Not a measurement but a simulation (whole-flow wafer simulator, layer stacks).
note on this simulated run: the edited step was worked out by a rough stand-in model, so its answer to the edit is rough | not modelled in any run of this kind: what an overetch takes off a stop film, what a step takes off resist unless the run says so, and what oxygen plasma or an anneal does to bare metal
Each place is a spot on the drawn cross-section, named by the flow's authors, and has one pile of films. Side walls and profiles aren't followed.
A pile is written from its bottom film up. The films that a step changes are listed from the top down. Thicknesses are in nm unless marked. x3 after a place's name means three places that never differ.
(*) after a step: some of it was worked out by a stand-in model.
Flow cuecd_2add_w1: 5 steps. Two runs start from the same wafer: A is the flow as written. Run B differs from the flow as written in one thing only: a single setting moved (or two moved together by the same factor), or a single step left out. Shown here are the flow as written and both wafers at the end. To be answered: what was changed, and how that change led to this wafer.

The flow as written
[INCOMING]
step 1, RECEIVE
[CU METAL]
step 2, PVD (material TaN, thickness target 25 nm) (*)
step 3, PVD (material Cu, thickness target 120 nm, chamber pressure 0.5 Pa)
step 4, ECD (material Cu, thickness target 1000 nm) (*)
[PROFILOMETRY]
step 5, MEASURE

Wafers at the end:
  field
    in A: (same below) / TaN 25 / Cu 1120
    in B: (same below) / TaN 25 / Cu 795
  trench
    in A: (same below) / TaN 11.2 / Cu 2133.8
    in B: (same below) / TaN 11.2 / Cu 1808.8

Cause: step 4, ECD: thickness target 675 nm was run, though the flow has thickness target 1000 nm.

Step by step, how the change led to this:
  step 4, ECD (material Cu, thickness target 1000 nm) (*)
      field: A Cu gains 1000 | B Cu gains 675
      trench: A Cu gains 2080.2 | B Cu gains 1755.2
